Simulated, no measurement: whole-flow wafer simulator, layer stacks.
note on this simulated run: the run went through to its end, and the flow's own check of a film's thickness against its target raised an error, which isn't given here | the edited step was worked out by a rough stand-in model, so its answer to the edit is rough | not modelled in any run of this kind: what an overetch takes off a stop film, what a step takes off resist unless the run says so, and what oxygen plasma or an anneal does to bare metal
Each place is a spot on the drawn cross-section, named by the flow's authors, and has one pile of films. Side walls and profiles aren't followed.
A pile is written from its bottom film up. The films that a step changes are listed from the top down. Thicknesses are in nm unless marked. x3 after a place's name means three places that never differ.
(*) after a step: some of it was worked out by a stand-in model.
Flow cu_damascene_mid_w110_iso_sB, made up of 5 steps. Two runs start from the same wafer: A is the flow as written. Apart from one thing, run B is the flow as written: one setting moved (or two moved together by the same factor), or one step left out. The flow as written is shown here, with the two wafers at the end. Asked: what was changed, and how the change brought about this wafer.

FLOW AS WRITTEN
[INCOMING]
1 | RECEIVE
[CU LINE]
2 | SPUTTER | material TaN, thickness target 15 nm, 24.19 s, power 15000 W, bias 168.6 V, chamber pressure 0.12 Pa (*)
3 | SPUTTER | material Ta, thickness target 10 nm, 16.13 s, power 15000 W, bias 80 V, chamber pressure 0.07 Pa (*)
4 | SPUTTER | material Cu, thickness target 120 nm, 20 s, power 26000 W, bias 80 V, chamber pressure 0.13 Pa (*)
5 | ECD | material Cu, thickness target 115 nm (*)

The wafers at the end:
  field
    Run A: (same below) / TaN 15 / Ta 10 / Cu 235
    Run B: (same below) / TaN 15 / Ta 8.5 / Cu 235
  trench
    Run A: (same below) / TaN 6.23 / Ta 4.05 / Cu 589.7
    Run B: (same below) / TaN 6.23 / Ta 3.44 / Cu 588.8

The reason: step 3, SPUTTER: thickness target 8.5 nm was run, while the flow as written has thickness target 10 nm; step 3, SPUTTER: 13.71 s was run, where the flow has 16.13 s.
One can read it off the wafer: field has Ta 8.5, and step 3 as written asks for 10 nm.

How this came from the change, step by step:
  3 | SPUTTER | material Ta, thickness target 10 nm, 16.13 s, power 15000 W, bias 80 V, chamber pressure 0.07 Pa (*)
      field: A Ta gains 10 (new film) | B Ta gains 8.5 (new film)
      trench: A Ta gains 4.05 (new film) | B Ta gains 3.44 (new film)
